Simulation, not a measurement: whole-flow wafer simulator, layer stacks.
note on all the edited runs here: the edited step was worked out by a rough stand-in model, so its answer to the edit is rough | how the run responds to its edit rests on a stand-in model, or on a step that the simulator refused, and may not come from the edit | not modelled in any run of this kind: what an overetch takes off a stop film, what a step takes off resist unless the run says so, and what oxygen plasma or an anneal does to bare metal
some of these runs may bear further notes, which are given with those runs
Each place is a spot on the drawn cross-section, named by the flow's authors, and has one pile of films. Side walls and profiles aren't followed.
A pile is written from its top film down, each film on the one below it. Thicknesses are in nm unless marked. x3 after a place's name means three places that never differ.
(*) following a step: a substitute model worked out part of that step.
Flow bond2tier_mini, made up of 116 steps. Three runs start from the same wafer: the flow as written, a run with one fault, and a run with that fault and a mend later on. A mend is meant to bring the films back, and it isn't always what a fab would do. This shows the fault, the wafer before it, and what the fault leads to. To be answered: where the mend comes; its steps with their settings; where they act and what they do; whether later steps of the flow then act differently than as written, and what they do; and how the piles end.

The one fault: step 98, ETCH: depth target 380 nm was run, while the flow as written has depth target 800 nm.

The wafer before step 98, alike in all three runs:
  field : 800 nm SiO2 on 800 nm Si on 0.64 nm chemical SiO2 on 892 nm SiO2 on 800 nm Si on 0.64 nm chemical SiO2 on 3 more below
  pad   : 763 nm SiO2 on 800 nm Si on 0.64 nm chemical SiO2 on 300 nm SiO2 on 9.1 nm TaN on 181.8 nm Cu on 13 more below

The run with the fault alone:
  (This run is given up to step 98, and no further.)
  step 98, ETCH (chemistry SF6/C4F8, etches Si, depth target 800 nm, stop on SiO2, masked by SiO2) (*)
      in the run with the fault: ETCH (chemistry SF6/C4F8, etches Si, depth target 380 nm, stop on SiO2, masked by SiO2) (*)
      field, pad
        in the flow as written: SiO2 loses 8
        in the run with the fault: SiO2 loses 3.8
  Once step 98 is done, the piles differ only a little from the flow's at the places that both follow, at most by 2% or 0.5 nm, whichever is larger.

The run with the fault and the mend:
  After step 98 comes the mend.
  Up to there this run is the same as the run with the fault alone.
  step 98a, ETCH (chemistry SF6/C4F8, etches Si, depth target 420 nm, stop on SiO2, masked by SiO2) (*) (the flow's step 98, run once more with other settings)
      field, pad
        SiO2 loses 4.2
  Every later step of the flow that is run acts as written at every place that is followed.
  By the end, the piles equal the flow's at every place that both follow.
